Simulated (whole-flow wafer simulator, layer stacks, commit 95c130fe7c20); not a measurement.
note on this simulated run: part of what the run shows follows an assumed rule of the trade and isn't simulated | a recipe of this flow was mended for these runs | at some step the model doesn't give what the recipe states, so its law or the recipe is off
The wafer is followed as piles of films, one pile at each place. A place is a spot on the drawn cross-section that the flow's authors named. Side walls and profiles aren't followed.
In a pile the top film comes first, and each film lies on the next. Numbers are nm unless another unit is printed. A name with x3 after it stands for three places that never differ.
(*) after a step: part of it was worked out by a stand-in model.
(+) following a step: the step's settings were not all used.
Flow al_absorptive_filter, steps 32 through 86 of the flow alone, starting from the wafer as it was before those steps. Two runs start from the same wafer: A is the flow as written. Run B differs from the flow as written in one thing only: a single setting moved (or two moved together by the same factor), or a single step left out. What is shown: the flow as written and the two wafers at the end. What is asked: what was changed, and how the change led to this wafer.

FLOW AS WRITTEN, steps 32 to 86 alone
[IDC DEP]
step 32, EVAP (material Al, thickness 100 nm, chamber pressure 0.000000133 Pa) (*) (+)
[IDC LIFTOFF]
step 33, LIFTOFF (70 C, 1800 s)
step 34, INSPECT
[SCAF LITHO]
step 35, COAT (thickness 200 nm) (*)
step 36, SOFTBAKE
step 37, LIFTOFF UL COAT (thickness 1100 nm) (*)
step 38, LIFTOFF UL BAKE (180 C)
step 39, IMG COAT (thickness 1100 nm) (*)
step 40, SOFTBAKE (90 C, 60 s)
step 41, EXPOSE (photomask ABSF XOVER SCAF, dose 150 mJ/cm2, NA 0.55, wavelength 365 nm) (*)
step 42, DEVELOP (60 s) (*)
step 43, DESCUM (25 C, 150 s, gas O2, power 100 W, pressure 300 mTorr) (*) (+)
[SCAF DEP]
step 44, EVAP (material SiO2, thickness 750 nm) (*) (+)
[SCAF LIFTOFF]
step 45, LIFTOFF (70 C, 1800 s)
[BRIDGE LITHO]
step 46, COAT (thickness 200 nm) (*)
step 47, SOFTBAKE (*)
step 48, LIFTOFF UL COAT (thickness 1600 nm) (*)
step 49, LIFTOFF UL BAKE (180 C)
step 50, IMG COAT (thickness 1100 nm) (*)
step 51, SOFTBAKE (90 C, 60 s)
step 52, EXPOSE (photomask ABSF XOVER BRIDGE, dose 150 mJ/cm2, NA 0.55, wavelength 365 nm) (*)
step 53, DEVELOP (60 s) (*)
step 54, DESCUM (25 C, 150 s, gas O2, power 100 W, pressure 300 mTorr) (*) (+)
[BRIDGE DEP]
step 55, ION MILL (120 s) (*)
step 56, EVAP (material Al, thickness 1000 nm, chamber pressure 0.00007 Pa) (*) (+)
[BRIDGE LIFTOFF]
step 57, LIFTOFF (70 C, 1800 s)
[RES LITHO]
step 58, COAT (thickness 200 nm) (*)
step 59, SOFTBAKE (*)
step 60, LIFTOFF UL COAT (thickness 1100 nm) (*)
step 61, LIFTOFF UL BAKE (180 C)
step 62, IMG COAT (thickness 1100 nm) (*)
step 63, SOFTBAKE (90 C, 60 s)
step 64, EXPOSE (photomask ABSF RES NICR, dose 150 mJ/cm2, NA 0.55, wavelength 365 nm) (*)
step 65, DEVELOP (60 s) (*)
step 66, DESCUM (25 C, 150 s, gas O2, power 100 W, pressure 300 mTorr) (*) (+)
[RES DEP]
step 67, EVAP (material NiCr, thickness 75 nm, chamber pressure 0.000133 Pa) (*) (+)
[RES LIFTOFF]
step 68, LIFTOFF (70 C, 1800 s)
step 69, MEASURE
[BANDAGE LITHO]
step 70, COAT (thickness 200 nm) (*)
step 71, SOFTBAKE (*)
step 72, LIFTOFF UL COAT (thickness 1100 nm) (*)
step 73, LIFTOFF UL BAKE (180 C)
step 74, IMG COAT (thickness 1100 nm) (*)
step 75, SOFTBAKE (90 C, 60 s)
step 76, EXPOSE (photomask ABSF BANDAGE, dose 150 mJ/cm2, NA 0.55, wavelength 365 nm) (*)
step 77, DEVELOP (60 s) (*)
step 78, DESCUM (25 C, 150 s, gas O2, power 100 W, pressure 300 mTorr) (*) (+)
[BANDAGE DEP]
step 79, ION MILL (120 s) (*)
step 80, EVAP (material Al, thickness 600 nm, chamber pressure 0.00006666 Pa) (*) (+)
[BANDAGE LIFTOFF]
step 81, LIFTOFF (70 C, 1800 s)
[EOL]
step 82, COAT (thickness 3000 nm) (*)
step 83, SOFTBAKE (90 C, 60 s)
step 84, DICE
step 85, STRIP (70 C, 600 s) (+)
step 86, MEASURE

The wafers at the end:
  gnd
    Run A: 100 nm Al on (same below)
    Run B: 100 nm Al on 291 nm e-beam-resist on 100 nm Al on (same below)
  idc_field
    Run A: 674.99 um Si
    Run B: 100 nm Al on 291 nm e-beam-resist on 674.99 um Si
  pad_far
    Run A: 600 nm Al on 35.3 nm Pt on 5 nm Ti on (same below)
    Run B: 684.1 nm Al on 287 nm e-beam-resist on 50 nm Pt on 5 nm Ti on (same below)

The reason: step 33, LIFTOFF: 70 C, 1800 s, was omitted.

The path from the change to this, step by step:
  step 35, COAT (thickness 200 nm) (*)
      ledge: A acrylic-e-beam-resist gains 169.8 (new film) | B acrylic-e-beam-resist gains 201.1 (new film)
      res: A acrylic-e-beam-resist gains 231.4 (new film) | B acrylic-e-beam-resist gains 214.7 (new film)
      (and at 4 other places as well)
  step 37, LIFTOFF UL COAT (thickness 1100 nm) (*)
      res: A lift-off-underlayer gains 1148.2 (new film) | B lift-off-underlayer gains 1123.8 (new film)
      idc_line: A lift-off-underlayer gains 1090 (new film) | B lift-off-underlayer gains 1132.5 (new film)
      (and at 1 other place as well)
  step 43, DESCUM (25 C, 150 s, gas O2, power 100 W, pressure 300 mTorr) (*) (+)
      gnd, pad_far, pad_near and 7 more: A i-line-resist loses 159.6 | B i-line-resist loses 127.7
      xl_gap: A acrylic-e-beam-resist loses 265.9 (all of it) | B acrylic-e-beam-resist loses 212.9 (all of it)
      (and at 1 other place as well)
  step 45, LIFTOFF (70 C, 1800 s)
      gnd, xa_field, xl_land, idc_field: A SiO2 loses 750 (all of it), i-line-resist loses 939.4 (all of it), lift-off-underlayer loses 1100 (all of it), acrylic-e-beam-resist loses 200 (all of it) | B SiO2 loses 750 (all of it), i-line-resist loses 971.2 (all of it), lift-off-underlayer loses 1100 (all of it), acrylic-e-beam-resist loses 200 (all of it)
      pad_far: A SiO2 loses 750 (all of it), i-line-resist loses 937 (all of it), lift-off-underlayer loses 1092.7 (all of it), acrylic-e-beam-resist loses 198.5 (all of it) | B SiO2 loses 750 (all of it), i-line-resist loses 970.1 (all of it), lift-off-underlayer loses 1094.9 (all of it), acrylic-e-beam-resist loses 198.5 (all of it)
      (and at 5 other places as well)
  step 46, COAT (thickness 200 nm) (*)
      ledge: A acrylic-e-beam-resist gains 169.8 (new film) | B acrylic-e-beam-resist gains 201.1 (new film)
      res: A acrylic-e-beam-resist gains 231.4 (new film) | B acrylic-e-beam-resist gains 214.8 (new film)
      (and at 4 other places as well)
  step 48, LIFTOFF UL COAT (thickness 1600 nm) (*)
      xl_gap: A lift-off-underlayer gains 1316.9 (new film) | B lift-off-underlayer gains 1272.3 (new film)
      idc_line: A lift-off-underlayer gains 1586.1 (new film) | B lift-off-underlayer gains 1633.8 (new film)
      (and at 1 other place as well)
  step 53, DEVELOP (60 s) (*)
      xl_gap: A i-line-resist loses 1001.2 (all of it), lift-off-underlayer loses 1316.9 (all of it) | B i-line-resist loses 996.7 (all of it), lift-off-underlayer loses 1272.3 (all of it)
  step 54, DESCUM (25 C, 150 s, gas O2, power 100 W, pressure 300 mTorr) (*) (+)
      xl_gap: A acrylic-e-beam-resist loses 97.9 (all of it) | B acrylic-e-beam-resist loses 78.7 (all of it)
      xl_turn: A acrylic-e-beam-resist loses 141.8 (all of it) | B acrylic-e-beam-resist loses 159.1 (all of it)
  step 57, LIFTOFF (70 C, 1800 s)
      ledge: A Al loses 1000 (all of it), i-line-resist loses 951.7 (all of it), lift-off-underlayer loses 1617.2 (all of it), acrylic-e-beam-resist loses 169.8 (all of it) | B Al loses 1000 (all of it), i-line-resist loses 947.8 (all of it), lift-off-underlayer loses 1616.1 (all of it), acrylic-e-beam-resist loses 201.1 (all of it)
      res: A Al loses 1000 (all of it), i-line-resist loses 954.3 (all of it), lift-off-underlayer loses 1653.2 (all of it), acrylic-e-beam-resist loses 231.4 (all of it) | B Al loses 1000 (all of it), i-line-resist loses 948.8 (all of it), lift-off-underlayer loses 1626.4 (all of it), acrylic-e-beam-resist loses 214.8 (all of it)
      (and at 2 other places as well)
  step 58, COAT (thickness 200 nm) (*)
      ledge: A acrylic-e-beam-resist gains 169.8 (new film) | B acrylic-e-beam-resist gains 201.1 (new film)
      res: A acrylic-e-beam-resist gains 231.4 (new film) | B acrylic-e-beam-resist gains 214.8 (new film)
      (and at 4 other places as well)
  step 60, LIFTOFF UL COAT (thickness 1100 nm) (*)
      res: A lift-off-underlayer gains 1148.2 (new film) | B lift-off-underlayer gains 1123.7 (new film)
      xl_gap: A lift-off-underlayer gains 831.4 (new film) | B lift-off-underlayer gains 783.7 (new film)
      (and at 2 other places as well)
  step 65, DEVELOP (60 s) (*)
      res: A i-line-resist loses 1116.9 (all of it), lift-off-underlayer loses 1148.2 (all of it) | B i-line-resist loses 1109.6 (all of it), lift-off-underlayer loses 1123.7 (all of it)
  step 66, DESCUM (25 C, 150 s, gas O2, power 100 W, pressure 300 mTorr) (*) (+)
      gnd, pad_far, xa_field and 8 more: A i-line-resist loses 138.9 | B i-line-resist loses 128.9
      ledge: A acrylic-e-beam-resist loses 169.8 (all of it) | B acrylic-e-beam-resist loses 201.1 (all of it)
      (and at 1 other place as well)
  step 68, LIFTOFF (70 C, 1800 s)
      xa_strip: A NiCr loses 75 (all of it), i-line-resist loses 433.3 (all of it), lift-off-underlayer loses 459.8 (all of it), acrylic-e-beam-resist loses 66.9 (all of it) | B NiCr loses 75 (all of it), i-line-resist loses 443.2 (all of it), lift-off-underlayer loses 459.8 (all of it), acrylic-e-beam-resist loses 66.9 (all of it)
      xl_gap: A NiCr loses 75 (all of it), i-line-resist loses 818.3 (all of it), lift-off-underlayer loses 831.4 (all of it), acrylic-e-beam-resist loses 123.8 (all of it) | B NiCr loses 75 (all of it), i-line-resist loses 820.6 (all of it), lift-off-underlayer loses 783.7 (all of it), acrylic-e-beam-resist loses 111.9 (all of it)
      (and at 3 other places as well)
  step 70, COAT (thickness 200 nm) (*)
      ledge: A acrylic-e-beam-resist gains 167 (new film) | B acrylic-e-beam-resist gains 198 (new film)
      res: A acrylic-e-beam-resist gains 218.1 (new film) | B acrylic-e-beam-resist gains 200.2 (new film)
      (and at 4 other places as well)
  step 72, LIFTOFF UL COAT (thickness 1100 nm) (*)
      res: A lift-off-underlayer gains 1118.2 (new film) | B lift-off-underlayer gains 1094.6 (new film)
      xl_gap: A lift-off-underlayer gains 837.4 (new film) | B lift-off-underlayer gains 798.1 (new film)
      (and at 2 other places as well)
  ... another 5 steps ...
  step 85, STRIP (70 C, 600 s) (+)
      xl_gap: A i-line-resist loses 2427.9 (all of it) | B i-line-resist loses 2357.1 (all of it)
      idc_line: A i-line-resist loses 2900.9 (all of it) | B i-line-resist loses 3285.9 (all of it)
With metal films that touch counted as one body, gnd has 2 bodies (between them, from the top down: e-beam-resist 291); the flow as written gives 1 body.
With metal films that touch counted as one body, idc_field has 1 body; the flow as written gives 0 bodies.
With metal films that touch counted as one body, pad_far has 2 bodies (between them, from the top down: e-beam-resist 287); the flow as written gives 1 body.
